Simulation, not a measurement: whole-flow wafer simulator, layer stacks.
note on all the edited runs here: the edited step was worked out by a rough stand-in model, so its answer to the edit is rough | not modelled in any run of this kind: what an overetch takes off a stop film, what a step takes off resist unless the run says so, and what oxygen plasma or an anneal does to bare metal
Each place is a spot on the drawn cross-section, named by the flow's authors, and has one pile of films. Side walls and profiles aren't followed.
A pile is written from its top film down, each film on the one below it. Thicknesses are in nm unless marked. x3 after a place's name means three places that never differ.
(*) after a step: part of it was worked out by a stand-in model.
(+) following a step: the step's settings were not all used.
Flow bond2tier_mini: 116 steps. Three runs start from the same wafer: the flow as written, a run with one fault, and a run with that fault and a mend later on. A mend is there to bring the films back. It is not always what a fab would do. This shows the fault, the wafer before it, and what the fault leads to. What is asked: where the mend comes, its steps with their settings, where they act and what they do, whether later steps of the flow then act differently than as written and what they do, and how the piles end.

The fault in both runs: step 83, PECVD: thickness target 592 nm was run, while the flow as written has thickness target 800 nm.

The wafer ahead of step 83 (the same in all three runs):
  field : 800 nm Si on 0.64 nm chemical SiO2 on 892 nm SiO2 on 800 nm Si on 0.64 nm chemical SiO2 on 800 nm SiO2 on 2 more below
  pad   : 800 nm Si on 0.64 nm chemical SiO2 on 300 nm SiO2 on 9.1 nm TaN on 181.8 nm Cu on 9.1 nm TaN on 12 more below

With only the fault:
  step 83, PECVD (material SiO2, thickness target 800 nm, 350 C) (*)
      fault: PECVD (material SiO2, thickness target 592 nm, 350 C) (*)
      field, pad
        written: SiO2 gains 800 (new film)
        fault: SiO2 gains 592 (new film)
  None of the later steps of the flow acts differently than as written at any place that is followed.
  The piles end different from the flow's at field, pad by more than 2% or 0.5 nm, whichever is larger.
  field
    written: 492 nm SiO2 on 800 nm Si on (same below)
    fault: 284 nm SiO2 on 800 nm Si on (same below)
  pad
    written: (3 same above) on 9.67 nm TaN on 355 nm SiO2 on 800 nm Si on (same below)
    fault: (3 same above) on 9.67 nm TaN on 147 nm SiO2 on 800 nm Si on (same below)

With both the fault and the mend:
  After step 88 comes the mend.
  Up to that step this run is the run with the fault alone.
  step 88a, STRIP (chemistry O2, over-ash 100%) (+)
      field
        KrF resist loses 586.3 (all of it)
  step 88b, PECVD (material SiO2, thickness target 208 nm, 350 C) (the flow's step 83, run once more with other settings)
      field, pad
        SiO2 gains 208
  step 88c, COAT (KrF resist, thickness 600 nm) (the flow's step 84, run once more)
      field, pad
        KrF resist gains 600 (new film)
  step 88d, SOFTBAKE (KrF resist) (the flow's step 85, run once more)
      leaves every film unchanged at each place that is followed
  step 88e, EXPOSE (photomask T3TRIM, NA 0.6) (the flow's step 86, run once more)
      leaves every film unchanged at each place that is followed
  step 88f, PEB (KrF resist) (the flow's step 87, run once more)
      leaves every film unchanged at each place that is followed
  step 88g, DEVELOP (developer TMAH-0.26N, 60 s) (the flow's step 88, run once more)
      field
        KrF resist loses 13.7
      pad
        KrF resist loses 600 (all of it)
  None of the later steps of the flow acts differently than as written at any place that is followed.
  At every place that both follow, the piles at the end match the flow's.
